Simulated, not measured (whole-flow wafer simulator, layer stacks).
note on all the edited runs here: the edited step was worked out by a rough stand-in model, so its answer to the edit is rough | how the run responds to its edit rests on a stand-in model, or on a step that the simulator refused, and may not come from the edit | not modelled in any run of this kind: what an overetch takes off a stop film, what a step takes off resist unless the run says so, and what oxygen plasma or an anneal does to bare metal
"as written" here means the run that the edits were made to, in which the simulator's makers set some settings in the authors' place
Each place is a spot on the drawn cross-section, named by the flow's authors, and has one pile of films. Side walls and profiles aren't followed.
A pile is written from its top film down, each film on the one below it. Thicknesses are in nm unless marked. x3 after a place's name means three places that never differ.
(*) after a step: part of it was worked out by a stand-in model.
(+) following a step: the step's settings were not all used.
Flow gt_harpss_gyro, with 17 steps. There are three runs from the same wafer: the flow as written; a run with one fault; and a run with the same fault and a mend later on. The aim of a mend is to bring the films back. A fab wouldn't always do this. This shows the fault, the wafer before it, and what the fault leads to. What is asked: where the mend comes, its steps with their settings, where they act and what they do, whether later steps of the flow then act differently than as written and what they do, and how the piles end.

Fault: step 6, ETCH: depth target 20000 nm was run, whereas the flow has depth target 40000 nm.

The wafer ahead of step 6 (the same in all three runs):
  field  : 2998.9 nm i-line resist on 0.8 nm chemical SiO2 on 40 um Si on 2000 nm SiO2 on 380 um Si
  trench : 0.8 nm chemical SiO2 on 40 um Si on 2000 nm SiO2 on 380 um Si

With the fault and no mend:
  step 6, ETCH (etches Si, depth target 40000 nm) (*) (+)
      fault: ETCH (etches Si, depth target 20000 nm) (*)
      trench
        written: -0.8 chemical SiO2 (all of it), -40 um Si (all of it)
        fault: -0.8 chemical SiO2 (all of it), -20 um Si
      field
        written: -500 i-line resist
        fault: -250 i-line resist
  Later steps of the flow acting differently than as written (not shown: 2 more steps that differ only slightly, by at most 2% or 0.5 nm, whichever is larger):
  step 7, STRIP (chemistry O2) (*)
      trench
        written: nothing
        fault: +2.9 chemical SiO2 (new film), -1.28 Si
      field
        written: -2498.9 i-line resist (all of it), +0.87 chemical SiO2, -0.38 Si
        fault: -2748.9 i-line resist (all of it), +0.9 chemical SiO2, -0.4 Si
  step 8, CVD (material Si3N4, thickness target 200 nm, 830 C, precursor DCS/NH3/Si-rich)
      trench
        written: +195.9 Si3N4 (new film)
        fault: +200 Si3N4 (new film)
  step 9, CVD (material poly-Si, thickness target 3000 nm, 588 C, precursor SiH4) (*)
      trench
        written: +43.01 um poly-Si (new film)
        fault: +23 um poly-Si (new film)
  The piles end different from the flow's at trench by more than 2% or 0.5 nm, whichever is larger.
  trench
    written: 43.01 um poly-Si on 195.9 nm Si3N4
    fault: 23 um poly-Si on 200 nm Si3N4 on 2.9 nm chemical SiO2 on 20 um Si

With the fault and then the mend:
  After step 6 comes the mend.
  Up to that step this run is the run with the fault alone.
  step 6a, ETCH (etches Si, depth target 20000 nm) (*) (+) (the flow's step 6 again, with other settings)
      field
        -250 i-line resist
      trench
        -20 um Si (all of it)
  Every later step of the flow that is run acts as written at every place that is followed.
  The piles end the same as the flow's at every place that both follow.
